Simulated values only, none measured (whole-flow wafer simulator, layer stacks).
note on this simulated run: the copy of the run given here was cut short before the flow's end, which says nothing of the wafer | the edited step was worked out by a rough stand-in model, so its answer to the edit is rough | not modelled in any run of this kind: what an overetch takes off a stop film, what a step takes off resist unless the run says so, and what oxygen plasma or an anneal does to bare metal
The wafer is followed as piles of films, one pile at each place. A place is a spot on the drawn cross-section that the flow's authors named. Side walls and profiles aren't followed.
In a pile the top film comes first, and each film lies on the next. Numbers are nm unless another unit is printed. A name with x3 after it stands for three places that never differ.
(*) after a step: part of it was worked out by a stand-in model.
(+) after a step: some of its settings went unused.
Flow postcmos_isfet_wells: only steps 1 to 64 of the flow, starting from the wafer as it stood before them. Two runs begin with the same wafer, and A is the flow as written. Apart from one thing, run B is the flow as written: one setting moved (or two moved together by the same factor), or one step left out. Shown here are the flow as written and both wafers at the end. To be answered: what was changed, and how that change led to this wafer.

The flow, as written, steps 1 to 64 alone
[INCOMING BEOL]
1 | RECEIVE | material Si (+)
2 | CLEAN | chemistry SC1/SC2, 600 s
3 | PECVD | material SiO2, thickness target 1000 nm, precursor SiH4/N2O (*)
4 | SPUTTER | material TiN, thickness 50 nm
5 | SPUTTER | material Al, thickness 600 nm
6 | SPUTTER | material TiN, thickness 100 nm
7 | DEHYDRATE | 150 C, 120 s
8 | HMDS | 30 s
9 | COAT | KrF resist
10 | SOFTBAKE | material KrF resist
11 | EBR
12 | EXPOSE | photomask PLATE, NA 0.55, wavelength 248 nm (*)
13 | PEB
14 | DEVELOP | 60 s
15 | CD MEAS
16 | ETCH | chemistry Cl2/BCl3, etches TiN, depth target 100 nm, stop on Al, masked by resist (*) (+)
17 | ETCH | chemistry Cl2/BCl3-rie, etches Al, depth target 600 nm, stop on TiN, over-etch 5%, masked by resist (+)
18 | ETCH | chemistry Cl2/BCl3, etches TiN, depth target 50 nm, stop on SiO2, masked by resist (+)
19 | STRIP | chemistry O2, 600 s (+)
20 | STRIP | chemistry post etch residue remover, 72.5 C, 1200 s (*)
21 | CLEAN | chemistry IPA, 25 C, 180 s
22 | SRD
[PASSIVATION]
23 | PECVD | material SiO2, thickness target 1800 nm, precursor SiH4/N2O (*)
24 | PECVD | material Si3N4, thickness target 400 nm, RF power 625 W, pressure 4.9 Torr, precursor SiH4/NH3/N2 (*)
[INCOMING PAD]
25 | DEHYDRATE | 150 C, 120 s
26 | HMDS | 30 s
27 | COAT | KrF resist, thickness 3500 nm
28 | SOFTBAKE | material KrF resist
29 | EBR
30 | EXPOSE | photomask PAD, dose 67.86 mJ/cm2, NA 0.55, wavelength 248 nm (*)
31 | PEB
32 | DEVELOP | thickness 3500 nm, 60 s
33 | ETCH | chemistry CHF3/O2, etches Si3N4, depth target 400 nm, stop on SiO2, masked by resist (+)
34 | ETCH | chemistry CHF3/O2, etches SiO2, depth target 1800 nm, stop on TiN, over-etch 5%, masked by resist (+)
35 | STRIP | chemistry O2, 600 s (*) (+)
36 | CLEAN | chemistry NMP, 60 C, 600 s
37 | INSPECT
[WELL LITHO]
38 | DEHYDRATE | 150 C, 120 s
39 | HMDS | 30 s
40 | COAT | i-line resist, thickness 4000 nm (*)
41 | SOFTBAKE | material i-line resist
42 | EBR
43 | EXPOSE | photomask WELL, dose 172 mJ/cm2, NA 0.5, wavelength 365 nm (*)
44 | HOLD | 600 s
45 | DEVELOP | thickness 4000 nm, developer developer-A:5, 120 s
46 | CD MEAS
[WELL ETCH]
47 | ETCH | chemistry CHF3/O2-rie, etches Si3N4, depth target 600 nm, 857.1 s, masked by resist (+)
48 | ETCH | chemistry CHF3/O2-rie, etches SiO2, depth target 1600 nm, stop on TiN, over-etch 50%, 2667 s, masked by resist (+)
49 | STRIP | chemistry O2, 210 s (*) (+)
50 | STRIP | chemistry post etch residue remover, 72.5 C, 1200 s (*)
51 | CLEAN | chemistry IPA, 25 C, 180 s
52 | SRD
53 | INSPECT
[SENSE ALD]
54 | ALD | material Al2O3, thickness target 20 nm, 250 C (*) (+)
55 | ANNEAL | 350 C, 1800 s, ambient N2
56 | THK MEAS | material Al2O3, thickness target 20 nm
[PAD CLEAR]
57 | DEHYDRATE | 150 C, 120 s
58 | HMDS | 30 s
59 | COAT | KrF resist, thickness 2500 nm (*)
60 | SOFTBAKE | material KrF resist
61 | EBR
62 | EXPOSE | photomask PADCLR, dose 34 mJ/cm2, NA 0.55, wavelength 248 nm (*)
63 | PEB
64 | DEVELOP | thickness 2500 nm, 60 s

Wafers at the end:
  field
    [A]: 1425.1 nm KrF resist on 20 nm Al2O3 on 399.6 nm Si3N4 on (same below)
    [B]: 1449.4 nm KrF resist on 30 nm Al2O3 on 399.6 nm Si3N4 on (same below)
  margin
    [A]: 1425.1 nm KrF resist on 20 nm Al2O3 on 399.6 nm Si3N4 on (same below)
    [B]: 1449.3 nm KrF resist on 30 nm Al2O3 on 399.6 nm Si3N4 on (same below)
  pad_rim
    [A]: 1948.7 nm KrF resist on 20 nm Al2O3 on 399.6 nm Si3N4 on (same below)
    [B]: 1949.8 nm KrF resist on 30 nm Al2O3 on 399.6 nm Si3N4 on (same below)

Cause: step 54, ALD: thickness target 30 nm was run, whereas the flow has thickness target 20 nm.
The wafer lets one read it off: field has Al2O3 30, and step 54 as written asks for 20 nm.

How this came from the change, step by step:
  54 | ALD | material Al2O3, thickness target 20 nm, 250 C (*) (+)
      field, margin, well900, well1300 x3, pad_rim, pad_clr, pad_open: A +20 Al2O3 (new film) | B +30 Al2O3 (new film)
